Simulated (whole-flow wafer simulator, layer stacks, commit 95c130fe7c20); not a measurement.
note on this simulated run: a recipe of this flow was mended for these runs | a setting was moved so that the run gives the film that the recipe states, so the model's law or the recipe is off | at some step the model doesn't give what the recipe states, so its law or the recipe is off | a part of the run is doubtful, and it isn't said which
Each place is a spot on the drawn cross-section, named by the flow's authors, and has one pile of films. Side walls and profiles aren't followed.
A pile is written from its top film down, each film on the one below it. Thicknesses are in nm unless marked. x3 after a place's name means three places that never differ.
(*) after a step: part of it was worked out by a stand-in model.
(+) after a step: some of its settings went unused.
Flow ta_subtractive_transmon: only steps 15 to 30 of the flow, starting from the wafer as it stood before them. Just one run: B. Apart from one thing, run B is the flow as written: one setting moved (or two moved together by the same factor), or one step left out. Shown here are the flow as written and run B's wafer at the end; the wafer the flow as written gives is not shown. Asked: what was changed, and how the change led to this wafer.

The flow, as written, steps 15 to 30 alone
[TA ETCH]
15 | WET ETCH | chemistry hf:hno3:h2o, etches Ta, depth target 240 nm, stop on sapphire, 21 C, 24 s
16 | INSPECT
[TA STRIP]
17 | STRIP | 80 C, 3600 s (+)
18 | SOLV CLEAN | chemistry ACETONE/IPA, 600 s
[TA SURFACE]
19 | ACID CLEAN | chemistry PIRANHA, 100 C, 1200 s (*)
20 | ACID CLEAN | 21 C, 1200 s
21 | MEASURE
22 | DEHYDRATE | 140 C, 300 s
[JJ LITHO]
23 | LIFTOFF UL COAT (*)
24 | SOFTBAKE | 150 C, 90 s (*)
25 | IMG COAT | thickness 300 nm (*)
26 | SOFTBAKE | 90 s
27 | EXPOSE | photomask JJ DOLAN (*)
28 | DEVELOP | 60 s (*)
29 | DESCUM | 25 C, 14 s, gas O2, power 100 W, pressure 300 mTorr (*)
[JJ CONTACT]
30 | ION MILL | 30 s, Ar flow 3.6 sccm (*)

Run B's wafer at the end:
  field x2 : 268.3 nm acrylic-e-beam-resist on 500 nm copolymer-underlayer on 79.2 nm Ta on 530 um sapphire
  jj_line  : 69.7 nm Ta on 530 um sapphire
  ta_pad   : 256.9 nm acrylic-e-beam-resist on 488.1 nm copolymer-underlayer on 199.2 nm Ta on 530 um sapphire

Cause: step 15, WET ETCH: depth target 120 nm was run, while the flow as written has depth target 240 nm; step 15, WET ETCH: 12 s was run, where the flow has 24 s.

Step by step, how the change led to this:
  15 | WET ETCH | chemistry hf:hno3:h2o, etches Ta, depth target 240 nm, stop on sapphire, 21 C, 24 s
      field x2, jj_line, lead: Ta loses 120 (in the flow as written it would be: Ta loses 199.7 (all of it))
  23 | LIFTOFF UL COAT (*)
      lead: copolymer-underlayer gains 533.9 (new film) (in the flow as written it would be: copolymer-underlayer gains 554.7 (new film))
      ta_contact: copolymer-underlayer gains 465 (new film) (in the flow as written it would be: copolymer-underlayer gains 443.9 (new film))
  25 | IMG COAT | thickness 300 nm (*)
      ta_pad: acrylic-e-beam-resist gains 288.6 (new film) (in the flow as written it would be: acrylic-e-beam-resist gains 281.4 (new film))
  28 | DEVELOP | 60 s (*)
      lead: acrylic-e-beam-resist loses 307.5 (all of it), copolymer-underlayer loses 533.9 (all of it) (in the flow as written it would be: acrylic-e-beam-resist loses 312.5 (all of it), copolymer-underlayer loses 554.7 (all of it))
      ta_contact: acrylic-e-beam-resist loses 292.6 (all of it), copolymer-underlayer loses 465 (all of it) (in the flow as written it would be: acrylic-e-beam-resist loses 287.5 (all of it), copolymer-underlayer loses 443.9 (all of it))
  30 | ION MILL | 30 s, Ar flow 3.6 sccm (*)
      jj_line, lead: Ta loses 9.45 (in the flow as written it would be: sapphire loses 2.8)
Taking metal films that touch as one body, field x2 has 1 body; the flow as written gives 0 bodies.
Taking metal films that touch as one body, jj_line has 1 body; the flow as written gives 0 bodies.
